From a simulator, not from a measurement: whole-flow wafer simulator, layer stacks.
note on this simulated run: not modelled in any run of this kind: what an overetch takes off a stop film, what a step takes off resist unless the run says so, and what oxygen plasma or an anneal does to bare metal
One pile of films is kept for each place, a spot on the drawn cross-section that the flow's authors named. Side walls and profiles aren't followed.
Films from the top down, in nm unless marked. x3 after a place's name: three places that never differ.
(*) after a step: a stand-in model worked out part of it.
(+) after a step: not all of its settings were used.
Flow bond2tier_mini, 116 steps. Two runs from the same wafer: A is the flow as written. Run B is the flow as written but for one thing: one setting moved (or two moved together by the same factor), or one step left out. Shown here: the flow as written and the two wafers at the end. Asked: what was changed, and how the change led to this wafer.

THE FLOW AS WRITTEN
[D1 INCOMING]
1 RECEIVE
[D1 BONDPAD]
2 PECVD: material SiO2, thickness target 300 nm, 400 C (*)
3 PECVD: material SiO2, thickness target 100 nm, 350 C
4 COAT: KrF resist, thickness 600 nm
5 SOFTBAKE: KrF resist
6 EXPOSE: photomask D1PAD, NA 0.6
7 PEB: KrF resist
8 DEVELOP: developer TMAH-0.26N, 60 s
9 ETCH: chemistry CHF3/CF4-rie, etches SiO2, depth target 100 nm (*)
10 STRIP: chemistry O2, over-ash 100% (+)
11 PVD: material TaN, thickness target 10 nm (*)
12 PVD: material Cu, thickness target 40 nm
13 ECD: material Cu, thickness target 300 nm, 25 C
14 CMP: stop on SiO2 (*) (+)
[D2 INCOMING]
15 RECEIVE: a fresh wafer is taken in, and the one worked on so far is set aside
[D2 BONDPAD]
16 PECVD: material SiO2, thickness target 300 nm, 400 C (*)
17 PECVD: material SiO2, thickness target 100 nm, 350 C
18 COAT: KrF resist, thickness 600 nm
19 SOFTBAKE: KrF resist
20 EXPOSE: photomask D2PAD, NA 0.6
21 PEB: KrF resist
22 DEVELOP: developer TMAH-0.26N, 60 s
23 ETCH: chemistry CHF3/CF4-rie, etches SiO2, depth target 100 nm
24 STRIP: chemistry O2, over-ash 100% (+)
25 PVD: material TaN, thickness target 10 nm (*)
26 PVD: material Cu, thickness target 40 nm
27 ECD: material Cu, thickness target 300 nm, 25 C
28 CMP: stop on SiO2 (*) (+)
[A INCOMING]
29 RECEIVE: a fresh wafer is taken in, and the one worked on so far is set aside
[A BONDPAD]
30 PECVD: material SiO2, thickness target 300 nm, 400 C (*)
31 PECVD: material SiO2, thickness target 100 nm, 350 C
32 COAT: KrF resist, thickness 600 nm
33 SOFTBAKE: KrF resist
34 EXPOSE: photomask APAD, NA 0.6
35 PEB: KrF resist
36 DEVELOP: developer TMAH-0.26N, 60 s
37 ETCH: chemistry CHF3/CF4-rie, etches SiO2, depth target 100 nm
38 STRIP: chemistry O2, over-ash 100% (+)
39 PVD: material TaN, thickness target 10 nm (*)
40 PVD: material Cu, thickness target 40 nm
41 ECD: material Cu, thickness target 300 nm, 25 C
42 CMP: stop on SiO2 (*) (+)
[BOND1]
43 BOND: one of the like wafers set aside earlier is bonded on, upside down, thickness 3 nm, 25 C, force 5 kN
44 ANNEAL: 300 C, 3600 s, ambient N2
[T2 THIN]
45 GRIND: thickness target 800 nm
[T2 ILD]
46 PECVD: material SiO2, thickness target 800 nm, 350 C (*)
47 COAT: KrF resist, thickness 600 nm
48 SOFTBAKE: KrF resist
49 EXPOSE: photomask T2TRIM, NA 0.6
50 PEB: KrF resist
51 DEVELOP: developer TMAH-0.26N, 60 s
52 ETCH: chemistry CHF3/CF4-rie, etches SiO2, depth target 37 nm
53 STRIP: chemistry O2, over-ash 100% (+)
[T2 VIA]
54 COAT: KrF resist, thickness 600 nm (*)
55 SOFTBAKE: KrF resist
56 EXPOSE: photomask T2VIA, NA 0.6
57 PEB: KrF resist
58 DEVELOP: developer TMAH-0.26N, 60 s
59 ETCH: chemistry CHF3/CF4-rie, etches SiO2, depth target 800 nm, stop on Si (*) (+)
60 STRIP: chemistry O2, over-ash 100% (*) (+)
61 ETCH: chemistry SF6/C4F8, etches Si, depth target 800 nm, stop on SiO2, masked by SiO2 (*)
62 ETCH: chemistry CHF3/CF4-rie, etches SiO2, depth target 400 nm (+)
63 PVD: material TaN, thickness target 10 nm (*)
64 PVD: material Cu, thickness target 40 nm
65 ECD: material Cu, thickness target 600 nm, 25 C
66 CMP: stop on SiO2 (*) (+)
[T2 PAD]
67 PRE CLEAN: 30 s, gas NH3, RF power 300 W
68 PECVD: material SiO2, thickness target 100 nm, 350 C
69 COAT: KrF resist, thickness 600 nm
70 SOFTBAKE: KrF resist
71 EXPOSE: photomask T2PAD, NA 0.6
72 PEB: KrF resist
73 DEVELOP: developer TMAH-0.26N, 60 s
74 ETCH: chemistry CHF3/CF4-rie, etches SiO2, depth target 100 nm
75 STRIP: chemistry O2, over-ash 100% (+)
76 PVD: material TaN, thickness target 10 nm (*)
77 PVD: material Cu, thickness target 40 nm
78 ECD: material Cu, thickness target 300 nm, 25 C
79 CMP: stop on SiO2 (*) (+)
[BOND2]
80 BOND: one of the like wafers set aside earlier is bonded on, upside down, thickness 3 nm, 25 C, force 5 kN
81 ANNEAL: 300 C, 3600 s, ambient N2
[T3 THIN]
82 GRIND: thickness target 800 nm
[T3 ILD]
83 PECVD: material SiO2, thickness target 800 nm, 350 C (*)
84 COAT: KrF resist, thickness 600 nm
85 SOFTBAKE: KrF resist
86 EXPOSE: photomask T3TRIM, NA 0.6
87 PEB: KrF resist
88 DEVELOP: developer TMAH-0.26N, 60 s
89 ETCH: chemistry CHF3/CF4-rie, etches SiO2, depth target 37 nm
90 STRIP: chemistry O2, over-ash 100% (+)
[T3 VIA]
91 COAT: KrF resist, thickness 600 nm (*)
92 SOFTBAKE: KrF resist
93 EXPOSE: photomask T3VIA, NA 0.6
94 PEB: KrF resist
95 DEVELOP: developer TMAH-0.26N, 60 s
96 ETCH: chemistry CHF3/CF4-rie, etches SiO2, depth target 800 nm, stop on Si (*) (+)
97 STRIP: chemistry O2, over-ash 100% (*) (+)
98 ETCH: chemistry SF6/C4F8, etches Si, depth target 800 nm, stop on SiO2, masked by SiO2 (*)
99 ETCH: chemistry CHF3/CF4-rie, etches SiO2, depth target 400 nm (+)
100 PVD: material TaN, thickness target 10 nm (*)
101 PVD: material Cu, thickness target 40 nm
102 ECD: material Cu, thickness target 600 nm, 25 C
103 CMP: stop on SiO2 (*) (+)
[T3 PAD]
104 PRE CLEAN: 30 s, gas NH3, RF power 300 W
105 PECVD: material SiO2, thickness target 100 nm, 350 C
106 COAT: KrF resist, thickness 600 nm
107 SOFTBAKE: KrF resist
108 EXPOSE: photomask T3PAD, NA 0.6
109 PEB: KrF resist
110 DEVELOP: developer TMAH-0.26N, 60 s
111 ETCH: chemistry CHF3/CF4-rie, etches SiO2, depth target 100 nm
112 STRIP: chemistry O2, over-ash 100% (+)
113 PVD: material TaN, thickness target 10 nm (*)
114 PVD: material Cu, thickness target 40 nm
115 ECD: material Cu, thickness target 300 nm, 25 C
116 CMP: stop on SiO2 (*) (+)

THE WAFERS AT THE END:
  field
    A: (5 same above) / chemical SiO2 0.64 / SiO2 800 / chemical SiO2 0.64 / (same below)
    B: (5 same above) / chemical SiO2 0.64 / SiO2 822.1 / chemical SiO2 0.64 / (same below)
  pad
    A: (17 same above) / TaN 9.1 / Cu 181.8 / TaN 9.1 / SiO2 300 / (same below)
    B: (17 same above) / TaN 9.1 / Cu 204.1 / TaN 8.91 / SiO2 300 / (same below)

The cause: step 31, PECVD: thickness target 122.1 nm was run, where the flow has thickness target 100 nm; step 37, ETCH: depth target 122.1 nm was run, where the flow has depth target 100 nm.

How the change led to this, step by step:
  31 PECVD: material SiO2, thickness target 100 nm, 350 C
      field, pad, via: A SiO2 +100 | B SiO2 +122.1
  37 ETCH: chemistry CHF3/CF4-rie, etches SiO2, depth target 100 nm
      pad, via: A SiO2 -100 | B SiO2 -122.1
      field: A KrF resist -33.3 | B KrF resist -40.7
  41 ECD: material Cu, thickness target 300 nm, 25 C
      pad: A Cu +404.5 | B Cu +427.5
      via: A Cu +400.2 | B Cu +422.4
